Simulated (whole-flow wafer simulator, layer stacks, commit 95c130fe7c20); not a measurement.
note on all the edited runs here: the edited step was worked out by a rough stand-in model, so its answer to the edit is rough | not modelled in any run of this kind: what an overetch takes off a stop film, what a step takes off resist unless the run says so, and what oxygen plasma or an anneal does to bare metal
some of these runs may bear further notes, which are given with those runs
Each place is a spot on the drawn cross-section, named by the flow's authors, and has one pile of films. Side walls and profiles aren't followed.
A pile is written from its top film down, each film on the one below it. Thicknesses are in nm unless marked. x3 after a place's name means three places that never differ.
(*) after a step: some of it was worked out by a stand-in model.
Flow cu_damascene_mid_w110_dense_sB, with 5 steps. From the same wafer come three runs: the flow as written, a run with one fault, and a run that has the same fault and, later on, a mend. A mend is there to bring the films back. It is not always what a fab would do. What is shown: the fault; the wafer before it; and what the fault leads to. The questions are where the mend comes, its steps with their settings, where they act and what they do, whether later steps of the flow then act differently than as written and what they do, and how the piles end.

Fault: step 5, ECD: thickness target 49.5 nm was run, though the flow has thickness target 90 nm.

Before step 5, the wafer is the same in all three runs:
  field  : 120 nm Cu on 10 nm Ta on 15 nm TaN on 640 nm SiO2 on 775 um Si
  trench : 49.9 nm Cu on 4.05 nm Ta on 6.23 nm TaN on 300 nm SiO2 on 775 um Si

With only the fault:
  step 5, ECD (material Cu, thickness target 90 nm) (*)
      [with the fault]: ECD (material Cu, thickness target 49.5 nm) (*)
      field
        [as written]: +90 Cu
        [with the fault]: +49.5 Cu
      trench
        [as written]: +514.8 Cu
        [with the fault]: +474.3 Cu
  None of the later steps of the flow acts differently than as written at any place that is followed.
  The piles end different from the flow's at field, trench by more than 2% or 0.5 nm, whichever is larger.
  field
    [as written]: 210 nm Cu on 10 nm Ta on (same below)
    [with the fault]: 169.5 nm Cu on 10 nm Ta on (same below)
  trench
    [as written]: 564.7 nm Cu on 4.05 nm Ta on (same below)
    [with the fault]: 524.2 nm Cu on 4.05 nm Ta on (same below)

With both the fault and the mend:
  The mend follows step 5.
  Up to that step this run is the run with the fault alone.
  step 5a, ECD (material Cu, thickness target 40.5 nm) (the flow's step 5 again, with other settings)
      field, trench
        +40.5 Cu
  None of the later steps of the flow acts differently than as written at any place that is followed.
  By the end, the piles equal the flow's at every place that both follow.
